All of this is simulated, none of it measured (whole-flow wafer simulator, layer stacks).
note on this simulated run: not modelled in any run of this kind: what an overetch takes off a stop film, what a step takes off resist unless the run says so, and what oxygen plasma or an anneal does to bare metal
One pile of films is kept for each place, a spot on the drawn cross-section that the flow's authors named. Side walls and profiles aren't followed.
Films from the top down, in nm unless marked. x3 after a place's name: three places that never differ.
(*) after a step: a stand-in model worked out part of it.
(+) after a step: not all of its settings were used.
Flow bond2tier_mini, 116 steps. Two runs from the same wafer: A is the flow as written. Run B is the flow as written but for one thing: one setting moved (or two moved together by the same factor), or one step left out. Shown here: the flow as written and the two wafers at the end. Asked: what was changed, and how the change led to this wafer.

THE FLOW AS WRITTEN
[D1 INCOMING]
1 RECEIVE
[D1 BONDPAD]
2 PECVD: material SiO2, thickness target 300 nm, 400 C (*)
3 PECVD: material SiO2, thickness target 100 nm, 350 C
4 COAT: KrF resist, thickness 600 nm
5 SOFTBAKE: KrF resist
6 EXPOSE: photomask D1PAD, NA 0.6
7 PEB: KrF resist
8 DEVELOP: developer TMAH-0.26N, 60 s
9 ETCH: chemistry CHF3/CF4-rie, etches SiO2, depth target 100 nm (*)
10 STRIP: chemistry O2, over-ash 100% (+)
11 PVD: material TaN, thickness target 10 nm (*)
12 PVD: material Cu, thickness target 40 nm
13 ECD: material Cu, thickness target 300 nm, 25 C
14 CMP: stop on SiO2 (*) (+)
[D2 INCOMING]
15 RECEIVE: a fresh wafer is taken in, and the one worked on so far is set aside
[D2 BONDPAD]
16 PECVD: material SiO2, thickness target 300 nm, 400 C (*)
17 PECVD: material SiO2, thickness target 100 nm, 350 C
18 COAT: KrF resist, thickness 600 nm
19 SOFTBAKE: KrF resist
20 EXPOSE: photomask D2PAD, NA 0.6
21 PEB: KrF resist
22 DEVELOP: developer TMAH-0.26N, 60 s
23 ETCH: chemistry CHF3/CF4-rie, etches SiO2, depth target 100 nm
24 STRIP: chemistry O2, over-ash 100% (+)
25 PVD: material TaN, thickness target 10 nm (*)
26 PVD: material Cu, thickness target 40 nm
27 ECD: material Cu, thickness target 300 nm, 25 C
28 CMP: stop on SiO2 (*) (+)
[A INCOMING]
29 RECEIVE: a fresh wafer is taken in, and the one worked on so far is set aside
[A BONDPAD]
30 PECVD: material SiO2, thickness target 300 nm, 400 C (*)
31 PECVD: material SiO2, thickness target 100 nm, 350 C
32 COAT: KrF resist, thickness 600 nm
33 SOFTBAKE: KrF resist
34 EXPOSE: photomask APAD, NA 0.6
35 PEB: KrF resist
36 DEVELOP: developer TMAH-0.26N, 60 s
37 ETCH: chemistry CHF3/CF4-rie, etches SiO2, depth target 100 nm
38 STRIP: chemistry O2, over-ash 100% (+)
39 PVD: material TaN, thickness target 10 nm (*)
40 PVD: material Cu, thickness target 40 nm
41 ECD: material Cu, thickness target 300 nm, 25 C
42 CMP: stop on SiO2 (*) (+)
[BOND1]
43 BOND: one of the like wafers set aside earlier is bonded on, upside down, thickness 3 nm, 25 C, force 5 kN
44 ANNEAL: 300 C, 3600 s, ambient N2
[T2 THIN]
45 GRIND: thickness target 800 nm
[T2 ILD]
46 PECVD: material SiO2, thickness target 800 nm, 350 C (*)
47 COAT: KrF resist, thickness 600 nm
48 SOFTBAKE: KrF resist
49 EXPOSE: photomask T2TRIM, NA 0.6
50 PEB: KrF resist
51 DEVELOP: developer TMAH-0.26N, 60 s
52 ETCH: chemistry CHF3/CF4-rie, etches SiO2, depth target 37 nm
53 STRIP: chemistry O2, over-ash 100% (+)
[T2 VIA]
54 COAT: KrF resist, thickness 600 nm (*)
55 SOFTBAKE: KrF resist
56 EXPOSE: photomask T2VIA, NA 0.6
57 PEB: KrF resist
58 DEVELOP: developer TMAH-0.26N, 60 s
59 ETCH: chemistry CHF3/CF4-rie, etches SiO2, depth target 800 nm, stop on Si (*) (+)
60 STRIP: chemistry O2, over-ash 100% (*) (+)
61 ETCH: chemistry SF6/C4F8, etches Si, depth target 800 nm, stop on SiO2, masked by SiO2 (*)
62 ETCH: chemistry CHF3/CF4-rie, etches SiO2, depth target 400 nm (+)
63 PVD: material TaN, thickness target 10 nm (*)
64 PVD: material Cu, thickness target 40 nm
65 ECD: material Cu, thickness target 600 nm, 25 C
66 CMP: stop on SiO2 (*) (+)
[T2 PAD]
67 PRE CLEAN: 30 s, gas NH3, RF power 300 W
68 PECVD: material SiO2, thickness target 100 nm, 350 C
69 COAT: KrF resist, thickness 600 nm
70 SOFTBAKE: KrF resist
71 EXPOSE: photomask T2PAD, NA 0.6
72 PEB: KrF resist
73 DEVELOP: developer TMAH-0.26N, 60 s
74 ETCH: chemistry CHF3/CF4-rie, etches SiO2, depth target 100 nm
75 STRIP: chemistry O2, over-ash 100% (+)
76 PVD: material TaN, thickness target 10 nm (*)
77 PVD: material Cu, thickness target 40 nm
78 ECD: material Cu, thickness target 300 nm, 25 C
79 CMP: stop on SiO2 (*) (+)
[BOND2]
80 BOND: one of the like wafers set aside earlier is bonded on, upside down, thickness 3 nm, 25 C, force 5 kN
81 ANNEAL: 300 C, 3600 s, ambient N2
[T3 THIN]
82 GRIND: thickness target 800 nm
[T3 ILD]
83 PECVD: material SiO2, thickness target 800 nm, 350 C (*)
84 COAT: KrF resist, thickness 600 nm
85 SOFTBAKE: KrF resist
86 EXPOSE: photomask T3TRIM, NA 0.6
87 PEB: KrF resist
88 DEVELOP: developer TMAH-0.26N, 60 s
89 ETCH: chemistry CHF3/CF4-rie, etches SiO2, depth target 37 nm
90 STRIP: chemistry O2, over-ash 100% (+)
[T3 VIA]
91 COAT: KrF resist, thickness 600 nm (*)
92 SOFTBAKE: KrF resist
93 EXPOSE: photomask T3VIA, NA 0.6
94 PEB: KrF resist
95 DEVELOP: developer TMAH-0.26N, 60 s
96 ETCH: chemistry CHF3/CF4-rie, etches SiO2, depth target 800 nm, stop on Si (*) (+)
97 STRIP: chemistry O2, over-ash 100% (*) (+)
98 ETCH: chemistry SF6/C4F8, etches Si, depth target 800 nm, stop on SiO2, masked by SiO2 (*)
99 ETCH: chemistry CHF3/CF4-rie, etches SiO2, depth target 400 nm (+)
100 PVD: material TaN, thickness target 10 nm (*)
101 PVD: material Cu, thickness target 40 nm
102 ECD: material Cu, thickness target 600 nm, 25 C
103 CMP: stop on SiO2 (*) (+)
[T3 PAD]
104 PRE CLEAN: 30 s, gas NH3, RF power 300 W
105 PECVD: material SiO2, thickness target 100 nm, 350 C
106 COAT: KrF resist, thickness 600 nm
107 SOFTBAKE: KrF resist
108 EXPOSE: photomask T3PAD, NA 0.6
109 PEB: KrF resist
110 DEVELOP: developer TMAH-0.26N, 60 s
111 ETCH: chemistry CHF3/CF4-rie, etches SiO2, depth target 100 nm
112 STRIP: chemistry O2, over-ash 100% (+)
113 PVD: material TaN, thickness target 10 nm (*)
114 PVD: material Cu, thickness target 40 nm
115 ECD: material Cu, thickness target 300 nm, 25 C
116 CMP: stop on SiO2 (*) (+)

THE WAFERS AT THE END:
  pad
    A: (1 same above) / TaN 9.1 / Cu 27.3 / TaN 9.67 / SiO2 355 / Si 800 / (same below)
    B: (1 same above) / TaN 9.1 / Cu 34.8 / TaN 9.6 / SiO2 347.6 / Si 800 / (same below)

The cause: step 89, ETCH: depth target 44.4 nm was run, where the flow has depth target 37 nm.

How the change led to this, step by step:
  89 ETCH: chemistry CHF3/CF4-rie, etches SiO2, depth target 37 nm
      field: A KrF resist -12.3 | B KrF resist -14.8
      pad: A SiO2 -37 | B SiO2 -44.4
